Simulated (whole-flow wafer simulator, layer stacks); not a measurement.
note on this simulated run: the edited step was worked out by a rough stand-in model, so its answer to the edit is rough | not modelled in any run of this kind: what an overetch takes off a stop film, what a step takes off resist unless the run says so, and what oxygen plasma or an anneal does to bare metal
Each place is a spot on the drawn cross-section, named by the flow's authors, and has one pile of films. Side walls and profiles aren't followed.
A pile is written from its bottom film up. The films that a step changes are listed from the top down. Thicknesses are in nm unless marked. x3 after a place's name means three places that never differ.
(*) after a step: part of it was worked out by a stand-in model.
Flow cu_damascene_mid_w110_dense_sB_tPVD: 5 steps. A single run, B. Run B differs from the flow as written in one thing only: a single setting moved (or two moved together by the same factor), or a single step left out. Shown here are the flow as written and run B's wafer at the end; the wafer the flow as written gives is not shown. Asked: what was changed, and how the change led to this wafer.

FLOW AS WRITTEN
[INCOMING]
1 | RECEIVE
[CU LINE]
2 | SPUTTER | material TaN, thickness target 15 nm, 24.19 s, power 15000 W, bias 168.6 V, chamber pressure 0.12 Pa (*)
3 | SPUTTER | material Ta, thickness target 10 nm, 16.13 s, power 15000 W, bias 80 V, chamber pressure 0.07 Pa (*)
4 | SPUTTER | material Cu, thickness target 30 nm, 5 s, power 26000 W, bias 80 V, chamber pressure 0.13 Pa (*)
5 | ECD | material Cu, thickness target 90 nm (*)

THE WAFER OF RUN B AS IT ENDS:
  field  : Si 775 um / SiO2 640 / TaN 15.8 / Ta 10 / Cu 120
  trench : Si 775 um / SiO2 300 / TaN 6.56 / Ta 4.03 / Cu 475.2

What caused this: step 2, SPUTTER: thickness target 15.8 nm was run, whereas the flow has thickness target 15 nm; step 2, SPUTTER: 25.4 s was run, where the flow has 24.19 s.
One can read it off the wafer: field has TaN 15.8, and step 2 as written asks for 15 nm.

How this came from the change, step by step:
  2 | SPUTTER | material TaN, thickness target 15 nm, 24.19 s, power 15000 W, bias 168.6 V, chamber pressure 0.12 Pa (*)
      field: +15.8 TaN (new film) (in the flow as written it would be: +15 TaN (new film))
